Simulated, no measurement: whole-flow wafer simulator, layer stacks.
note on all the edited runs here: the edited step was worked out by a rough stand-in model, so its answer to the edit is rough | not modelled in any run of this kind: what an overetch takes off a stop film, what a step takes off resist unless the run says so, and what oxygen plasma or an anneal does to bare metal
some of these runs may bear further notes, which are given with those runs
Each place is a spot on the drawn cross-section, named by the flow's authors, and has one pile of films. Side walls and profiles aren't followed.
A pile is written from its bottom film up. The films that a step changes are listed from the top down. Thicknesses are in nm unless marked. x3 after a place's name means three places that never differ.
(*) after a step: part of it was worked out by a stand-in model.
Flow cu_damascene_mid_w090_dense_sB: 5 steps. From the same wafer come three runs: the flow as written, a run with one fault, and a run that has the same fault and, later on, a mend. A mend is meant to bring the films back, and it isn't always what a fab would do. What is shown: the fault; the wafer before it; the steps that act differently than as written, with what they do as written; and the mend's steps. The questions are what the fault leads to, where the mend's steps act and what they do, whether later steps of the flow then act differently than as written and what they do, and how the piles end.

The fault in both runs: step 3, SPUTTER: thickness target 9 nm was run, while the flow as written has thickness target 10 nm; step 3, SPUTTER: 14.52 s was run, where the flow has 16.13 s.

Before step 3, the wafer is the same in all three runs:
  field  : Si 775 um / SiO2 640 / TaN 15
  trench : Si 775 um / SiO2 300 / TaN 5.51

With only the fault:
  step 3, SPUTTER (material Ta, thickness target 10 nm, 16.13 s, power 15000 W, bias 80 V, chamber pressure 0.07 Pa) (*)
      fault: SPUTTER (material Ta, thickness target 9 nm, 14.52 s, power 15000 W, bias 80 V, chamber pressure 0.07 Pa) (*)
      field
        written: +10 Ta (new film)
        fault: +9 Ta (new film)
  None of the later steps of the flow differs from how it acts as written, at any place that is followed, by more than 2% or 0.5 nm, whichever is larger.
  By the end, the piles at field depart from the flow's by more than 2% or 0.5 nm, whichever is larger.
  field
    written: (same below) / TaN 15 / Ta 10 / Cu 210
    fault: (same below) / TaN 15 / Ta 9 / Cu 210

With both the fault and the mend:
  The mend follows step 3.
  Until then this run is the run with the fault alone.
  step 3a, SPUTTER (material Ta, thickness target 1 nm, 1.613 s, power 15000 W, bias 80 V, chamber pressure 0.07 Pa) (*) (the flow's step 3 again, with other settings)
      field
        +1 Ta
      trench
        +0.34 Ta
  None of the later steps of the flow acts differently than as written at any place that is followed.
  At the end the piles are close to the flow's at the places that both follow, differing by at most 2% or 0.5 nm, whichever is larger.
